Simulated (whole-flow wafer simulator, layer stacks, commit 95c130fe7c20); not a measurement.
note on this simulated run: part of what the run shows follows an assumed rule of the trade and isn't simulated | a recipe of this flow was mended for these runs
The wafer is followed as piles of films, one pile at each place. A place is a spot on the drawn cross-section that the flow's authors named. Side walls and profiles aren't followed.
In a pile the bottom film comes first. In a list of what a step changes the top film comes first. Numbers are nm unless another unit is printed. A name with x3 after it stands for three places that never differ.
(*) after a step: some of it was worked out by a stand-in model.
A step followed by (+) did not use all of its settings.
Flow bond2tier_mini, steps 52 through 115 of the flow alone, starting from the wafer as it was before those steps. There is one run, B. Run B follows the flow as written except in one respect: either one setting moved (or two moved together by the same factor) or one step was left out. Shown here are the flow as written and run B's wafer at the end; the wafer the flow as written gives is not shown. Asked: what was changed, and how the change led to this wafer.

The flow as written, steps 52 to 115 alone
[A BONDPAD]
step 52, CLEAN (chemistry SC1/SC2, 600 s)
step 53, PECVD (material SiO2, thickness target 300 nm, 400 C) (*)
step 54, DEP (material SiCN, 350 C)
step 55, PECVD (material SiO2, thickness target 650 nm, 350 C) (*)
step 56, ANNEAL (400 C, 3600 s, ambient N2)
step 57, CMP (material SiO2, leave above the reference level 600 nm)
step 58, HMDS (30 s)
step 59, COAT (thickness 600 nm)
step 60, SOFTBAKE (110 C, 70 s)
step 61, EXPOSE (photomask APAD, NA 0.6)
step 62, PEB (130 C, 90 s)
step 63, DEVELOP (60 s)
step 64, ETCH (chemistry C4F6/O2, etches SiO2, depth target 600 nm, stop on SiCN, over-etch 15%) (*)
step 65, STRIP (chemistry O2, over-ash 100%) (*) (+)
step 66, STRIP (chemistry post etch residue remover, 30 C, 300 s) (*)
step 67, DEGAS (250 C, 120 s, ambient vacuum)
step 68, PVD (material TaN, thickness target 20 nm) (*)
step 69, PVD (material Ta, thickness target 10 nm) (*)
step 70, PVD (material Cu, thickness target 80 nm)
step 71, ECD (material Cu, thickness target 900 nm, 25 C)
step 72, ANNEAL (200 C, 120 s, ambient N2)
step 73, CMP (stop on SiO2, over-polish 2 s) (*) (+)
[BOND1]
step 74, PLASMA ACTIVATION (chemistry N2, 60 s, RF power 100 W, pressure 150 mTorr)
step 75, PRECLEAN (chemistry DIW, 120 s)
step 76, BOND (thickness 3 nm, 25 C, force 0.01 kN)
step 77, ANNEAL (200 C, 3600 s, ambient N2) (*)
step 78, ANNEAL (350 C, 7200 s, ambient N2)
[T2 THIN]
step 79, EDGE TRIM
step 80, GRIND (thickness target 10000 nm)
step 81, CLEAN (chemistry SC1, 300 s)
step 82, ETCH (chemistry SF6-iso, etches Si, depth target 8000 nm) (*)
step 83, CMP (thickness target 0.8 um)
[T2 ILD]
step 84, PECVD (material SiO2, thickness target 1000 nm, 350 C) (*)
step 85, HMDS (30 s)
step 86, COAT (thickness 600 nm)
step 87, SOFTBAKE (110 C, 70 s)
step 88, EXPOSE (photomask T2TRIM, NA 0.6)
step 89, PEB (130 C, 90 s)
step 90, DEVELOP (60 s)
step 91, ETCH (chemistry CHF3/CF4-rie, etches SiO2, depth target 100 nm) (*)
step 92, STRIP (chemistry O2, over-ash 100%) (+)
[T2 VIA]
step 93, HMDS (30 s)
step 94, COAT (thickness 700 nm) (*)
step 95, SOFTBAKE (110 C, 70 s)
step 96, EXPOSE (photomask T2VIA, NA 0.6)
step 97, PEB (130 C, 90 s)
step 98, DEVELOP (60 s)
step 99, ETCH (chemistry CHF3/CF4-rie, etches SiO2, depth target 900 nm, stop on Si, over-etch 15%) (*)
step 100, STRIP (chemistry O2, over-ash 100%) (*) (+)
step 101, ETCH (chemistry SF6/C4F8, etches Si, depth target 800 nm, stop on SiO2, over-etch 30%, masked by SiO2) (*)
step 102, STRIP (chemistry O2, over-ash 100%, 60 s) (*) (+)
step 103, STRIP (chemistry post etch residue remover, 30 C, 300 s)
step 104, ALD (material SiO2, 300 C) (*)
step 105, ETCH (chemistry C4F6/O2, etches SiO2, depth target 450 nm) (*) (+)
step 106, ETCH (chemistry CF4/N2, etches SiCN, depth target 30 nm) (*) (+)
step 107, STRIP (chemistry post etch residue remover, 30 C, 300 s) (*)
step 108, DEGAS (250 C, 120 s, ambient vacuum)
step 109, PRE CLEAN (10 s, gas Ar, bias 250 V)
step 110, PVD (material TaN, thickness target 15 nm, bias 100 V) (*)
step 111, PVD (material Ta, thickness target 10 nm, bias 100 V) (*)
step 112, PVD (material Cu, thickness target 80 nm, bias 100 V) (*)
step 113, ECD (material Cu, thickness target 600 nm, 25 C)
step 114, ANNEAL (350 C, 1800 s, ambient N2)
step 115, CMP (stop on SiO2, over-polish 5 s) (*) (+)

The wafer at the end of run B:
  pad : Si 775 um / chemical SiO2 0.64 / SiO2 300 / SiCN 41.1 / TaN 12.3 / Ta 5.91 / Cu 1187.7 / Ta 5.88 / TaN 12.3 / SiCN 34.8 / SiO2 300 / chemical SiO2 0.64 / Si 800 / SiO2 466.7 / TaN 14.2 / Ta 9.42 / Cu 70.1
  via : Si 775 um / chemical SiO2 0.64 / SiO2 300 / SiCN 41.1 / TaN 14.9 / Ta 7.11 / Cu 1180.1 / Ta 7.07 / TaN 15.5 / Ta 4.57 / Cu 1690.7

The reason: step 64, ETCH: over-etch 8.81% was run, while the flow as written has over-etch 15%.

How this came from the change, step by step:
  step 64, ETCH (chemistry C4F6/O2, etches SiO2, depth target 600 nm, stop on SiCN, over-etch 15%) (*)
      pad, via: -600 SiO2 (all of it), -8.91 SiCN (it would be, as written: -600 SiO2 (all of it), -15.2 SiCN)
      field: -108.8 thick-KrF-resist (it would be, as written: -115 thick-KrF-resist)
